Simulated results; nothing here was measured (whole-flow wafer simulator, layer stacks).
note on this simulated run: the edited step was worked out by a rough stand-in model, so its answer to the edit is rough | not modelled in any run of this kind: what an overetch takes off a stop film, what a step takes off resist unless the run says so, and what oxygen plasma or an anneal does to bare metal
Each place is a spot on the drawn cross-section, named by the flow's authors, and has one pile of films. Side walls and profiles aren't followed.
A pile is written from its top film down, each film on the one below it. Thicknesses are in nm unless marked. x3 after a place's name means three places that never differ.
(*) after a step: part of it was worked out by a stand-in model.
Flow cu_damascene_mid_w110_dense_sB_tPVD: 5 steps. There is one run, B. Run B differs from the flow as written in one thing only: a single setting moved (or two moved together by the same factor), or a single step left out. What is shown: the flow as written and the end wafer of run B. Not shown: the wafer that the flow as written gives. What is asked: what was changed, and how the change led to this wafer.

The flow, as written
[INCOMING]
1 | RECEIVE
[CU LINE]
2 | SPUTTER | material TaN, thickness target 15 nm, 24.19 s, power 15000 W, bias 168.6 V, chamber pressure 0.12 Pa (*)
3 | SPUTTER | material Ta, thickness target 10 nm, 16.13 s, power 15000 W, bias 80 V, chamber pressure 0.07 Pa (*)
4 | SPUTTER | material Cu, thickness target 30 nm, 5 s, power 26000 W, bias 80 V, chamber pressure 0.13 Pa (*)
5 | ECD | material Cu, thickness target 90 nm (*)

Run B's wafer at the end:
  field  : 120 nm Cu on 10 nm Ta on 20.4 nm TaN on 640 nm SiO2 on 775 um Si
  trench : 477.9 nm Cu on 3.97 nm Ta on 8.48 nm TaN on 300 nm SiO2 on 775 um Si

The reason: step 2, SPUTTER: power 20400 W was run, while the flow as written has power 15000 W.

Step by step, how the change led to this:
  2 | SPUTTER | material TaN, thickness target 15 nm, 24.19 s, power 15000 W, bias 168.6 V, chamber pressure 0.12 Pa (*)
      field: +20.4 TaN (new film) (as written it would have been: +15 TaN (new film))
      trench: +8.48 TaN (new film) (as written it would have been: +6.23 TaN (new film))
